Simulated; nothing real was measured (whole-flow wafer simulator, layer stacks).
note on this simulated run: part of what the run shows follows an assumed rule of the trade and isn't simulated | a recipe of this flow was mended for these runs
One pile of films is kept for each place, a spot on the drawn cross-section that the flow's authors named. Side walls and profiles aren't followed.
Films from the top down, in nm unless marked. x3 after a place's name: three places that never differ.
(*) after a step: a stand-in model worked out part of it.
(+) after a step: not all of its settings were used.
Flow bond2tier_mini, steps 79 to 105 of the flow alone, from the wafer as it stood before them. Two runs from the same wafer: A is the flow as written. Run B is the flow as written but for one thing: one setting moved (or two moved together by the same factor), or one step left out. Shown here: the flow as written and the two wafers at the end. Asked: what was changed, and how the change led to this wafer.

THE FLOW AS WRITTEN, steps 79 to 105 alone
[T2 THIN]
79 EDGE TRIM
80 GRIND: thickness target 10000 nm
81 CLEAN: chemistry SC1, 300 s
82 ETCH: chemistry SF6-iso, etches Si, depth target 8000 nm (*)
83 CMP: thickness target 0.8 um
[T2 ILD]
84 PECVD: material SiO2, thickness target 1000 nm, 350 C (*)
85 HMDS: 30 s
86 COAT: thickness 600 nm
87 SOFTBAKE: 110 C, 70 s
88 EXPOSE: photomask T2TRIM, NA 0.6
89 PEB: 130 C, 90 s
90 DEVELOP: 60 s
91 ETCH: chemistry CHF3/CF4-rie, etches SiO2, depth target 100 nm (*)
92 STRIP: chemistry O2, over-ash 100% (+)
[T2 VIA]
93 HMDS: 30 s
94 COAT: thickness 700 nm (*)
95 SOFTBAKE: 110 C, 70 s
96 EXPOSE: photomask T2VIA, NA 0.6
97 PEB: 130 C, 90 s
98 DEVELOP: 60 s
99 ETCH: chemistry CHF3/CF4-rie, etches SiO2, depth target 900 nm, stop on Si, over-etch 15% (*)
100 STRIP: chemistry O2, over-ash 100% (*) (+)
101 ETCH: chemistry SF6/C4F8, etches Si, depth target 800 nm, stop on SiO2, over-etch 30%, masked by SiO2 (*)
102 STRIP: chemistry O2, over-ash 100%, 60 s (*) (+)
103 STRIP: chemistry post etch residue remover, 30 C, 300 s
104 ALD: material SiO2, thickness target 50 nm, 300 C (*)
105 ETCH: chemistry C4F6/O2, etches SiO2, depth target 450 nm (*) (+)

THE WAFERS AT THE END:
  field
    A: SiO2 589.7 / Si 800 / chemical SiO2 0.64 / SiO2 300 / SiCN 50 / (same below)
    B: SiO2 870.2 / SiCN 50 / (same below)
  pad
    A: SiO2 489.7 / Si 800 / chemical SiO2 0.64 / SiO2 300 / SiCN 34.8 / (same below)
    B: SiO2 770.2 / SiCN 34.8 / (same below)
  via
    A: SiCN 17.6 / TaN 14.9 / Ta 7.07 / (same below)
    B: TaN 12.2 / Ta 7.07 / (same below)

The cause: step 82, ETCH: depth target 12800 nm was run, where the flow has depth target 8000 nm.

How the change led to this, step by step:
  82 ETCH: chemistry SF6-iso, etches Si, depth target 8000 nm (*)
      field, pad, via: A chemical SiO2 -0.6 (all of it), Si -8000 | B chemical SiO2 -0.6 (all of it), Si -9999.7 (all of it), chemical SiO2 -0.64 (all of it), SiO2 -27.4
  83 CMP: thickness target 0.8 um
      field, pad, via: A Si -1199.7 | B nothing
  84 PECVD: material SiO2, thickness target 1000 nm, 350 C (*)
      field, pad, via: A SiO2 +1000 (new film) | B SiO2 +1000
  99 ETCH: chemistry CHF3/CF4-rie, etches SiO2, depth target 900 nm, stop on Si, over-etch 15% (*)
      via: A SiO2 -900 (all of it), Si -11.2 | B SiO2 -1035
  101 ETCH: chemistry SF6/C4F8, etches Si, depth target 800 nm, stop on SiO2, over-etch 30%, masked by SiO2 (*)
      via: A Si -788.8 (all of it), chemical SiO2 -0.64 (all of it), SiO2 -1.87 | B SiO2 -2.4
      field, pad: A SiO2 -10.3 | B SiO2 -2.4
  105 ETCH: chemistry C4F6/O2, etches SiO2, depth target 450 nm (*) (+)
      via: A SiO2 -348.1 (all of it), SiCN -17.2 | B SiO2 -185.2 (all of it), SiCN -34.8 (all of it), TaN -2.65
